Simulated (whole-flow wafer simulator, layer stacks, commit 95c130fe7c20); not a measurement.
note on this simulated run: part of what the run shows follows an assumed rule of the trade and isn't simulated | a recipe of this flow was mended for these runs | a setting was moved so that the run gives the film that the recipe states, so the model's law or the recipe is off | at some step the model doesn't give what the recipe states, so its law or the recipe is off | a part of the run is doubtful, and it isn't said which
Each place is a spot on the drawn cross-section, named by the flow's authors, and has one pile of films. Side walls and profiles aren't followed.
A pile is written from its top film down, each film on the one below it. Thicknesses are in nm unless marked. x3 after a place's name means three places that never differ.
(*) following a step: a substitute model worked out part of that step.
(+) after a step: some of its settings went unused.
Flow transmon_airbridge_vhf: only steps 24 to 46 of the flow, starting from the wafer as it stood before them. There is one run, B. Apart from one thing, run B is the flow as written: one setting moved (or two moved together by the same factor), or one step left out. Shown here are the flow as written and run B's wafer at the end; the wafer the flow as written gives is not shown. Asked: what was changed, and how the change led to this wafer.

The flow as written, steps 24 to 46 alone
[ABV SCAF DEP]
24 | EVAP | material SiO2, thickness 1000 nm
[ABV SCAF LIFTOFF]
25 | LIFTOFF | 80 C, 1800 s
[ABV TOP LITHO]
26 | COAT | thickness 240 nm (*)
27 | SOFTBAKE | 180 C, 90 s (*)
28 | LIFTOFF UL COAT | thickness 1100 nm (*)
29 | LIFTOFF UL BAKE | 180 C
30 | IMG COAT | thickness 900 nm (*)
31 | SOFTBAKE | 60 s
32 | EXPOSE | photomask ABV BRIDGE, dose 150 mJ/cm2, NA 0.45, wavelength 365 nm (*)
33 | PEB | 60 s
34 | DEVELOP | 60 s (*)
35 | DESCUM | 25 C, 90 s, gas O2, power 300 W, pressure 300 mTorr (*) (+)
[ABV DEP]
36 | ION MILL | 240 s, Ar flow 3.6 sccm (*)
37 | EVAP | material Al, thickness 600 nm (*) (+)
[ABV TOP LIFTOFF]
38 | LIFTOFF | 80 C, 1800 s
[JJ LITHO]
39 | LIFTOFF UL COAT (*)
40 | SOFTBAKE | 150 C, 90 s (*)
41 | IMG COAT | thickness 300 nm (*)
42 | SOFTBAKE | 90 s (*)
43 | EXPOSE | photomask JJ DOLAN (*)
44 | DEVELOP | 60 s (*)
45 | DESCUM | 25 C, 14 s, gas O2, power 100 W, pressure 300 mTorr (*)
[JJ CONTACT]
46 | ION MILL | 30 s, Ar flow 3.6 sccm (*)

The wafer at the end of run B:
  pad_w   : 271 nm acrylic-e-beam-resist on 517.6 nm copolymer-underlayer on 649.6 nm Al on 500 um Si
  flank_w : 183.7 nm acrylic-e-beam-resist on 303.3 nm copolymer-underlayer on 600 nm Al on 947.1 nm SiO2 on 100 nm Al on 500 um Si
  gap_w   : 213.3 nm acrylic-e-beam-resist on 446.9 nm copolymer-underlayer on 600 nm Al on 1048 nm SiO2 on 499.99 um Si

Cause: step 24, EVAP: thickness 1072 nm was run, while the flow as written has thickness 1000 nm.

Step by step, how the change led to this:
  24 | EVAP | material SiO2, thickness 1000 nm
      field x3, jj_line, ground_far and 10 more: +1072 SiO2 (new film) (in the flow as written it would be: +1000 SiO2 (new film))
      flank_w, flank_e: +971 SiO2 (new film) (in the flow as written it would be: +905.8 SiO2 (new film))
  25 | LIFTOFF | 80 C, 1800 s
      field x3, jj_line, trace_open_s x2: -1072 SiO2 (all of it), -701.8 i-line-resist (all of it), -1100 lift-off-underlayer (all of it), -240 acrylic-e-beam-resist (all of it) (in the flow as written it would be: -1000 SiO2 (all of it), -701.8 i-line-resist (all of it), -1100 lift-off-underlayer (all of it), -240 acrylic-e-beam-resist (all of it))
      pad_w, pad_e: -1072 SiO2 (all of it), -696.3 i-line-resist (all of it), -1089.9 lift-off-underlayer (all of it), -239.3 acrylic-e-beam-resist (all of it) (in the flow as written it would be: -1000 SiO2 (all of it), -696.3 i-line-resist (all of it), -1089.9 lift-off-underlayer (all of it), -239.3 acrylic-e-beam-resist (all of it))
      (and at 1 other place as well)
  26 | COAT | thickness 240 nm (*)
      margin_s, margin_n: +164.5 acrylic-e-beam-resist (new film) (in the flow as written it would be: +168.6 acrylic-e-beam-resist (new film))
  28 | LIFTOFF UL COAT | thickness 1100 nm (*)
      margin_s, margin_n: +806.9 lift-off-underlayer (new film) (in the flow as written it would be: +823.4 lift-off-underlayer (new film))
  30 | IMG COAT | thickness 900 nm (*)
      gap_w, gap_e: +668 i-line-resist (new film) (in the flow as written it would be: +685.3 i-line-resist (new film))
      margin_s, margin_n: +580.3 i-line-resist (new film) (in the flow as written it would be: +603.2 i-line-resist (new film))
      (and at 2 other places as well)
  33 | PEB | 60 s
      flank_w, flank_e: -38 i-line-resist (in the flow as written it would be: -38.8 i-line-resist)
      gap_w, gap_e: -34.1 i-line-resist (in the flow as written it would be: -35 i-line-resist)
      (and at 4 other places as well)
  34 | DEVELOP | 60 s (*)
      gap_w, gap_e: -633.8 i-line-resist (all of it), -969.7 lift-off-underlayer (all of it) (in the flow as written it would be: -650.2 i-line-resist (all of it), -979.6 lift-off-underlayer (all of it))
      cpw_trace: -611.6 i-line-resist (all of it), -962.1 lift-off-underlayer (all of it) (in the flow as written it would be: -627 i-line-resist (all of it), -970.5 lift-off-underlayer (all of it))
      (and at 1 other place as well)
  38 | LIFTOFF | 80 C, 1800 s
      margin_s, margin_n: -600 Al (all of it), -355 i-line-resist (all of it), -806.9 lift-off-underlayer (all of it), -164.5 acrylic-e-beam-resist (all of it) (in the flow as written it would be: -600 Al (all of it), -378.2 i-line-resist (all of it), -823.4 lift-off-underlayer (all of it), -168.6 acrylic-e-beam-resist (all of it))
